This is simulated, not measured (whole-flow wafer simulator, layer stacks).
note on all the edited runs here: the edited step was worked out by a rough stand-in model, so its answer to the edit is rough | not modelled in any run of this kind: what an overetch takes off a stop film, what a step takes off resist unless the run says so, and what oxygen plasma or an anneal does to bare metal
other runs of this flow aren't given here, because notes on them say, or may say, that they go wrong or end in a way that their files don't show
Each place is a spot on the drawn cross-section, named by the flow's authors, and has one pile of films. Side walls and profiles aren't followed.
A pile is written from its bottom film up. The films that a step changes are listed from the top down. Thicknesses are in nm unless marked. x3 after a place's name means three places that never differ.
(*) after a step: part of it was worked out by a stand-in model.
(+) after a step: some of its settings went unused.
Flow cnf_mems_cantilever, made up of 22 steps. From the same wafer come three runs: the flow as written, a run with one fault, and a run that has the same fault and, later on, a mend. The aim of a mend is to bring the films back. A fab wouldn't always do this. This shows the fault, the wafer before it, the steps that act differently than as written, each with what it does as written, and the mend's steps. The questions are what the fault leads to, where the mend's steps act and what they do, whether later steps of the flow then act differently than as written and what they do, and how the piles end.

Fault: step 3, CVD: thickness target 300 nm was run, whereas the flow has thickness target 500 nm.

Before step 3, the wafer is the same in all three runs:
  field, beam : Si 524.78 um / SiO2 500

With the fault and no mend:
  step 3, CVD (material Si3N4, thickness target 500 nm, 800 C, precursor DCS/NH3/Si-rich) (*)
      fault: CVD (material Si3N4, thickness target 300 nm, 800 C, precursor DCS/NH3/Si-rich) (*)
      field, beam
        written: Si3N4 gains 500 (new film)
        fault: Si3N4 gains 300 (new film)
  Later steps of the flow acting differently than as written:
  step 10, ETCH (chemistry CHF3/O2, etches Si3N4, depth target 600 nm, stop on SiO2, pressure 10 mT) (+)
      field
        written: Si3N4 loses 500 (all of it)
        fault: Si3N4 loses 300 (all of it)
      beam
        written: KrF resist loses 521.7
        fault: KrF resist loses 391.3
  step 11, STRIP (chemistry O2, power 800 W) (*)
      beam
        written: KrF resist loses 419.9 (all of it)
        fault: KrF resist loses 550.4 (all of it)
  The piles end different from the flow's at beam by more than 2% or 0.5 nm, whichever is larger.
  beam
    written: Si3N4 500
    fault: Si3N4 300

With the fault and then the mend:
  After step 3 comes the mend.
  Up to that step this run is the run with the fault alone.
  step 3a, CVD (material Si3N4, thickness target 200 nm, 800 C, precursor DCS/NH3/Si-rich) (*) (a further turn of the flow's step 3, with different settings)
      field, beam
        Si3N4 gains 200
  Later steps of the flow that are run all act as written at every place that is followed.
  The piles end the same as the flow's at every place that both follow.
